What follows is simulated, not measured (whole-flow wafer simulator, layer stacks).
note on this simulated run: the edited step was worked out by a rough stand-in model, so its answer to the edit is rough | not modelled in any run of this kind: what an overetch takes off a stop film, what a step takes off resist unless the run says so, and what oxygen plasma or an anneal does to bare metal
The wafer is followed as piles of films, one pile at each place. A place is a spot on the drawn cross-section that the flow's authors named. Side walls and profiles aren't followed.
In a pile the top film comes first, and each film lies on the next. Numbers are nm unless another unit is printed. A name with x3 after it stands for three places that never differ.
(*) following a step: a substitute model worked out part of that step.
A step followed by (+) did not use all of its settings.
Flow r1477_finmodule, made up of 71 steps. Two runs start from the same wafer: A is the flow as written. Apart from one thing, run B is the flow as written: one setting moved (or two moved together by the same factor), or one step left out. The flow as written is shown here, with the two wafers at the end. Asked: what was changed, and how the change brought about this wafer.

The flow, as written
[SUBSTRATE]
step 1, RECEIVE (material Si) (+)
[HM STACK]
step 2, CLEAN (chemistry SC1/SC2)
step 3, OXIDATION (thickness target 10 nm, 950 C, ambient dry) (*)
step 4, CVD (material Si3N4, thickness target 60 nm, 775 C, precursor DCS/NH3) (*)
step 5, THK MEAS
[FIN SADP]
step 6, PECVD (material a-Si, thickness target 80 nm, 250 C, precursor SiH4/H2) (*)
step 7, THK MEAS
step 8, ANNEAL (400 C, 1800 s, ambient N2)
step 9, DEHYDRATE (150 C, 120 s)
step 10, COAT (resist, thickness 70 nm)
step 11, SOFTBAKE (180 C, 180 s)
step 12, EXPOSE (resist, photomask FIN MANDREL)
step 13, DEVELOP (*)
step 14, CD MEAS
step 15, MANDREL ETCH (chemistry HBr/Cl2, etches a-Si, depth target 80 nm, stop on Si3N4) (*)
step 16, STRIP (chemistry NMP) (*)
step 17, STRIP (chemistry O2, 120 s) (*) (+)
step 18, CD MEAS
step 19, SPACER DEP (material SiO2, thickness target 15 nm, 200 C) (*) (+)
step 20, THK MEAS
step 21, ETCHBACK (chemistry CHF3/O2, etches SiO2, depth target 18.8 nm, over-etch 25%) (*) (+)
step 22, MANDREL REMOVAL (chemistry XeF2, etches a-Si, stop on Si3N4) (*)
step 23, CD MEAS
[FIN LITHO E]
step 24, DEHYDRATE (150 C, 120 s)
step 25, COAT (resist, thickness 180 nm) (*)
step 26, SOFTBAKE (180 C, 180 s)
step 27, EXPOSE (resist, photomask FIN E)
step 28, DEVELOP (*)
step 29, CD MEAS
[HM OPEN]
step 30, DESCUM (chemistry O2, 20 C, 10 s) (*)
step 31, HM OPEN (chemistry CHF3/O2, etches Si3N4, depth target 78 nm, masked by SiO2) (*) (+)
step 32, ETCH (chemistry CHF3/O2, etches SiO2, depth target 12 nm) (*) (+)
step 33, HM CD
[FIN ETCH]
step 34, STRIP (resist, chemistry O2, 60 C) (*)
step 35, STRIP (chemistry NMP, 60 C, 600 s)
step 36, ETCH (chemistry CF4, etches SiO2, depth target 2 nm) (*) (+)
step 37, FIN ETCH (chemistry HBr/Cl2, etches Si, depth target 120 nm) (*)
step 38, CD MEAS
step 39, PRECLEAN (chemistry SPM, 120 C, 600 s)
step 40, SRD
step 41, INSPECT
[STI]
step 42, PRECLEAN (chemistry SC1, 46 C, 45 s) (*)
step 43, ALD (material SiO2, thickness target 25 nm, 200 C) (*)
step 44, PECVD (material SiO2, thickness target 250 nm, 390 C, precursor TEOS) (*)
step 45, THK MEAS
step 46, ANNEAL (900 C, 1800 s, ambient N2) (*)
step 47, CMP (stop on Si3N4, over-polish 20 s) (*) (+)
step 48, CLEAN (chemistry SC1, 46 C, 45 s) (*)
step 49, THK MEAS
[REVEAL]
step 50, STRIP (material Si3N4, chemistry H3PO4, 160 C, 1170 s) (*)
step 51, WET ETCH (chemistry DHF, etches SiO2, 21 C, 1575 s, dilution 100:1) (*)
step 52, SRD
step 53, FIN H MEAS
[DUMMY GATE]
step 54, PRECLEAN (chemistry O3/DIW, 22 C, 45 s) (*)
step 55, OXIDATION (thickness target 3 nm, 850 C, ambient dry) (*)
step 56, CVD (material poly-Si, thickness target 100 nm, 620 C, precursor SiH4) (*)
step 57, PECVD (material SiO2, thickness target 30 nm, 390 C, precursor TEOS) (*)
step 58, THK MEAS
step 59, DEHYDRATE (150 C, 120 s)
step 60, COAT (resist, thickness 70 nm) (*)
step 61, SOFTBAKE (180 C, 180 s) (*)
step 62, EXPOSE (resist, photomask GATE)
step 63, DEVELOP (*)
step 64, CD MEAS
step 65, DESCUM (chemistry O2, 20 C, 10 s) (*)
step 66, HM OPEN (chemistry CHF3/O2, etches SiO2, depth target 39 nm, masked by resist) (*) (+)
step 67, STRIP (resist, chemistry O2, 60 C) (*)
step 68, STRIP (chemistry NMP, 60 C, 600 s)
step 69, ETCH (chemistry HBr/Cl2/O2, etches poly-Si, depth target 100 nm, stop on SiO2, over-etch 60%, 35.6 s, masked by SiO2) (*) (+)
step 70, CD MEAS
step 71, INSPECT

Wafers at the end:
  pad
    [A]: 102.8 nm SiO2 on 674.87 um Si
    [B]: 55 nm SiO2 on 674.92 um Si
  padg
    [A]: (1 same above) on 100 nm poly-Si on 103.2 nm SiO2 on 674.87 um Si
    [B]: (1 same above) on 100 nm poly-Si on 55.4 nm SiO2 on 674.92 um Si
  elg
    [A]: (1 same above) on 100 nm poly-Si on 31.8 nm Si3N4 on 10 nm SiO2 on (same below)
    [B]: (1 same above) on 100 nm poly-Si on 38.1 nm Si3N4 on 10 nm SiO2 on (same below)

What caused this: step 37, FIN ETCH: depth target 72 nm was run, while the flow as written has depth target 120 nm.

Step by step, how the change led to this:
  step 37, FIN ETCH (chemistry HBr/Cl2, etches Si, depth target 120 nm) (*)
      pad, padg, esg and 19 more: A Si loses 120 | B Si loses 72
      elg, e40lg, e100lg, e200lg, elo, e40lo, e100lo, e200lo: A Si3N4 loses 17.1 | B Si3N4 loses 10.3
      (as well as at 6 more places)
  step 43, ALD (material SiO2, thickness target 25 nm, 200 C) (*)
      s40cg, s45cg, s50cg, s40co, s45co, s50co: A SiO2 gains 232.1 (new film) | B SiO2 gains 187.8 (new film)
      esg: A SiO2 gains 194.3 (new film) | B SiO2 gains 153.1 (new film)
  step 47, CMP (stop on Si3N4, over-polish 20 s) (*) (+)
      pad, padg, e40sg and 11 more: A SiO2 loses 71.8 | B SiO2 loses 119.8
      elg, esg, e40lg and 6 more: A SiO2 loses 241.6 | B SiO2 loses 248.5
      (as well as at 1 more place)
  step 51, WET ETCH (chemistry DHF, etches SiO2, 21 C, 1575 s, dilution 100:1) (*)
      elg, e40lg, e100lg, e200lg, elo, e40lo, e100lo, e200lo: A SiO2 loses 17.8 (all of it), Si3N4 loses 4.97 | B SiO2 loses 11 (all of it), Si3N4 loses 5.53
  step 56, CVD (material poly-Si, thickness target 100 nm, 620 C, precursor SiH4) (*)
      esg: A poly-Si gains 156 (new film) | B poly-Si gains 162.3 (new film)
  step 60, COAT (resist, thickness 70 nm) (*)
      e40sg, eso, e40so: A resist gains 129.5 (new film) | B resist gains 135.4 (new film)
      e100sg, e100so: A resist gains 129.4 (new film) | B resist gains 135.3 (new film)
      (as well as at 2 more places)
  step 63, DEVELOP (*)
      eso, e40so: A resist loses 129.5 (all of it) | B resist loses 135.4 (all of it)
      e100so: A resist loses 129.4 (all of it) | B resist loses 135.3 (all of it)
      (as well as at 1 more place)
  step 67, STRIP (resist, chemistry O2, 60 C) (*)
      e40sg: A resist loses 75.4 (all of it) | B resist loses 81.3 (all of it)
      e100sg: A resist loses 75.3 (all of it) | B resist loses 81.2 (all of it)
      (as well as at 1 more place)
